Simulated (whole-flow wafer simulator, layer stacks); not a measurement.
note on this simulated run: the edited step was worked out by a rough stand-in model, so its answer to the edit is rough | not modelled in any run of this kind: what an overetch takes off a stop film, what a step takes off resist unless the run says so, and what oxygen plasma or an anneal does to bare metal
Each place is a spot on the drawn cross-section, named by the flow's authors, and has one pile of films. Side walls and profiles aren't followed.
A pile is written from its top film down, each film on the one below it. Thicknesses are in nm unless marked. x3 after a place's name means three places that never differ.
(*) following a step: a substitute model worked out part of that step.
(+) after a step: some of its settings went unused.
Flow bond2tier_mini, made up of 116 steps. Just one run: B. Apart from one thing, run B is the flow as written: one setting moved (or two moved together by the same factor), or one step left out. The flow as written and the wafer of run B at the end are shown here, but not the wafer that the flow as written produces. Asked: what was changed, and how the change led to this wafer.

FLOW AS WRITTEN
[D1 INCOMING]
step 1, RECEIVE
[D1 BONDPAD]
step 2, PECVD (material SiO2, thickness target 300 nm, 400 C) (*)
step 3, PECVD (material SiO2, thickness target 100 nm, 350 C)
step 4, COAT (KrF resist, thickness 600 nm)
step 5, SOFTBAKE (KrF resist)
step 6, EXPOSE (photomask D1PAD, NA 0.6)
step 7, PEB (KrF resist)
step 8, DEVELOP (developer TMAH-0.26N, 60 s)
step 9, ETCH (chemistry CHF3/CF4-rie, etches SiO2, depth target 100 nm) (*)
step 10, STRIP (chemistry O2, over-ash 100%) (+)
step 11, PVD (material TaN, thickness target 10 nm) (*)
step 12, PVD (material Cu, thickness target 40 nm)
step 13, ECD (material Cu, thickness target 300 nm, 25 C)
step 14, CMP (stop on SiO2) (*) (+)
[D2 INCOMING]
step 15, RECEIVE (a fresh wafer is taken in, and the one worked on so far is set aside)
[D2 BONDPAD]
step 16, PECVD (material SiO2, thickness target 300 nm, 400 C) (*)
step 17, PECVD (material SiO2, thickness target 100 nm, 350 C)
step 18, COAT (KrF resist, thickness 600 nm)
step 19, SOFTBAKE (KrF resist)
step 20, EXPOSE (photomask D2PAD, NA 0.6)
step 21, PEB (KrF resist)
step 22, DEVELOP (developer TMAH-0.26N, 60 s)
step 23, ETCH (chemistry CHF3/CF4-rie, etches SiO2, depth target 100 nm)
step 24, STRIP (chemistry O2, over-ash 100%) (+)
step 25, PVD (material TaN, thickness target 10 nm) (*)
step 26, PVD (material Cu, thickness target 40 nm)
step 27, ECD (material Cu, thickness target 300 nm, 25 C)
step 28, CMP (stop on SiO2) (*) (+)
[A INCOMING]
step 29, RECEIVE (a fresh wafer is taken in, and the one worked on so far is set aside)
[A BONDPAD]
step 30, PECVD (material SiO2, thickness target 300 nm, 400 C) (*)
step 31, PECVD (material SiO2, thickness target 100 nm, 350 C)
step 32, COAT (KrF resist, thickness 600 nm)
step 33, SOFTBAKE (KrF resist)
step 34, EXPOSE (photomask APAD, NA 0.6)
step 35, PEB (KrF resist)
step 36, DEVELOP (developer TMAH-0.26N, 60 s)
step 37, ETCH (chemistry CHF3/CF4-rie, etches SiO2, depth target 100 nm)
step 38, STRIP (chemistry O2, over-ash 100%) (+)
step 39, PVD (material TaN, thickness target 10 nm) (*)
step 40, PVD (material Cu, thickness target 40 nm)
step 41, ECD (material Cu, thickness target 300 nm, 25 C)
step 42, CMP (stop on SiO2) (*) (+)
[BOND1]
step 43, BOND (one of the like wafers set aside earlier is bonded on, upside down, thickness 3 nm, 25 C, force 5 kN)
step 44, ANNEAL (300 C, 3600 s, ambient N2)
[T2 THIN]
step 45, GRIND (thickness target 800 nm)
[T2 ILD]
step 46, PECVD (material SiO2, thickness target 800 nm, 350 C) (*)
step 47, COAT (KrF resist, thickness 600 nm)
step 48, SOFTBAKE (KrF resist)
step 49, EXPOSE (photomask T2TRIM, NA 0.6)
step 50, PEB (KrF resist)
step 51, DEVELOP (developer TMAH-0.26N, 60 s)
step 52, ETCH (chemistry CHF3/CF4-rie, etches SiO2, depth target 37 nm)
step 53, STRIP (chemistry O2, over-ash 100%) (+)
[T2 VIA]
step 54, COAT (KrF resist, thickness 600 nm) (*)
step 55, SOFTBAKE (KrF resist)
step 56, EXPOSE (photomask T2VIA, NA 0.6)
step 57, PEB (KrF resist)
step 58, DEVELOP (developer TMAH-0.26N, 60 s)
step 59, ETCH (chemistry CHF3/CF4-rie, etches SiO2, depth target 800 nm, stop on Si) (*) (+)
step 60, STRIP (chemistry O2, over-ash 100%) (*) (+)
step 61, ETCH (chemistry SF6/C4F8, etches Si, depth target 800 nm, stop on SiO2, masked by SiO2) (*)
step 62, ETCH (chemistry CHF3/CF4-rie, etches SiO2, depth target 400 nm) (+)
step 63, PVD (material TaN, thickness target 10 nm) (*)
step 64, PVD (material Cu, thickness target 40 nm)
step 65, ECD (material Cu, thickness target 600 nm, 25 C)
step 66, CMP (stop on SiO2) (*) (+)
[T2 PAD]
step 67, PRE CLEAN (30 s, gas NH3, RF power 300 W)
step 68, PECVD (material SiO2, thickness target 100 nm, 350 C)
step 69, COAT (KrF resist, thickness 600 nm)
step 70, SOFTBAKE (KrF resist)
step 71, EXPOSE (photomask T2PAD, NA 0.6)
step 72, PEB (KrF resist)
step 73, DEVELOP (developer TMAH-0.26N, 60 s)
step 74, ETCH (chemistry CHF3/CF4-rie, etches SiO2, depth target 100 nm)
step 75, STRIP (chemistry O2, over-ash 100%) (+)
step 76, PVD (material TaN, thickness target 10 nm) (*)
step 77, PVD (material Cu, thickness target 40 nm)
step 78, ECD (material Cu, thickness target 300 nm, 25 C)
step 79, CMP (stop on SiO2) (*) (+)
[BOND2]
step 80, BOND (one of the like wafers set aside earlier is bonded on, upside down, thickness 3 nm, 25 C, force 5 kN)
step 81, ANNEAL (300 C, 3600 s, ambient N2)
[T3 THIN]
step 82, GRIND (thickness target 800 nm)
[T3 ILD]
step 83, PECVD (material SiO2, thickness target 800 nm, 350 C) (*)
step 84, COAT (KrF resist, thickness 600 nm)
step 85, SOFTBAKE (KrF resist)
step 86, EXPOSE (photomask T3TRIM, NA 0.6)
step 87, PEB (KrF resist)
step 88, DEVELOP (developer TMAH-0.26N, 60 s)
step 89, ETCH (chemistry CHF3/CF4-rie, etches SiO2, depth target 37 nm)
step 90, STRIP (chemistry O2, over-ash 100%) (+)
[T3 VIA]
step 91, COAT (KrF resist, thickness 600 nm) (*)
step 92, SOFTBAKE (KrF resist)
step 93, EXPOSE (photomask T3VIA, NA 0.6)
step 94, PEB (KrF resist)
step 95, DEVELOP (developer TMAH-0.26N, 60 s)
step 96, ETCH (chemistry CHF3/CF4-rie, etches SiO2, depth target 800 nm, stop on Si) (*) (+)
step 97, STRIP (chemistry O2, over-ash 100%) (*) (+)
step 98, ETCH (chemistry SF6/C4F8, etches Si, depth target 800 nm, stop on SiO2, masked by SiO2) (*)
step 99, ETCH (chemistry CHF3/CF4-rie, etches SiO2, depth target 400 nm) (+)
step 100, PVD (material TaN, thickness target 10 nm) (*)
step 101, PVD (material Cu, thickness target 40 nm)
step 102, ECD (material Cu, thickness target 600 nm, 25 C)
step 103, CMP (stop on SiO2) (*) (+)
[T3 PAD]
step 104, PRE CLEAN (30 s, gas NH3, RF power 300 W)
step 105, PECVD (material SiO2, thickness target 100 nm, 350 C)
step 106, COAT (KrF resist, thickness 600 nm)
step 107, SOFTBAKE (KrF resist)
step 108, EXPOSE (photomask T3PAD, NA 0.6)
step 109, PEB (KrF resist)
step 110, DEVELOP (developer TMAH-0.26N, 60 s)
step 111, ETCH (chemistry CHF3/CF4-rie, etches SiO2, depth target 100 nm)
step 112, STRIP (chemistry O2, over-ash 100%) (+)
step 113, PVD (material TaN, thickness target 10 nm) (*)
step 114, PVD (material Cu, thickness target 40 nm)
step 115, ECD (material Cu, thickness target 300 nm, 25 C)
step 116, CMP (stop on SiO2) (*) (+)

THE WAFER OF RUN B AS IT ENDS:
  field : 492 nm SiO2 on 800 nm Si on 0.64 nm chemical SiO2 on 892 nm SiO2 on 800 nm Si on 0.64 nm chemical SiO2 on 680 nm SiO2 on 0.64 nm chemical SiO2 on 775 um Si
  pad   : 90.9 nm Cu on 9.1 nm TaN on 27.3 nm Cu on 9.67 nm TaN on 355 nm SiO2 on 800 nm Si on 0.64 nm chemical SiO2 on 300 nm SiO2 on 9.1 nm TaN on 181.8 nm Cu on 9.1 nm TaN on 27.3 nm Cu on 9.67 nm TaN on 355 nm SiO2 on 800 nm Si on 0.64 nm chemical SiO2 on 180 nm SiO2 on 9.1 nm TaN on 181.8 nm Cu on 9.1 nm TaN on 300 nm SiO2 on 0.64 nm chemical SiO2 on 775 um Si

Cause: step 2, PECVD: thickness target 180 nm was run, while the flow as written has thickness target 300 nm.
The wafer lets one read it off: pad has SiO2 180, and step 2 as written asks for 300 nm.

How this came from the change, step by step:
  step 2, PECVD (material SiO2, thickness target 300 nm, 400 C) (*)
      field, pad, via: +180 SiO2 (new film) (it would be, as written: +300 SiO2 (new film))
  step 43, BOND (one of the like wafers set aside earlier is bonded on, upside down, thickness 3 nm, 25 C, force 5 kN)
      field: +775 um Si (new film), +0.64 chemical SiO2 (new film), +280 SiO2 (it would be, as written: +775 um Si (new film), +0.64 chemical SiO2 (new film), +400 SiO2)
      pad: +775 um Si (new film), +0.64 chemical SiO2 (new film), +180 SiO2 (new film), +9.1 TaN (new film), +90.9 Cu (it would be, as written: +775 um Si (new film), +0.64 chemical SiO2 (new film), +300 SiO2 (new film), +9.1 TaN (new film), +90.9 Cu)
      (also at 1 further place)
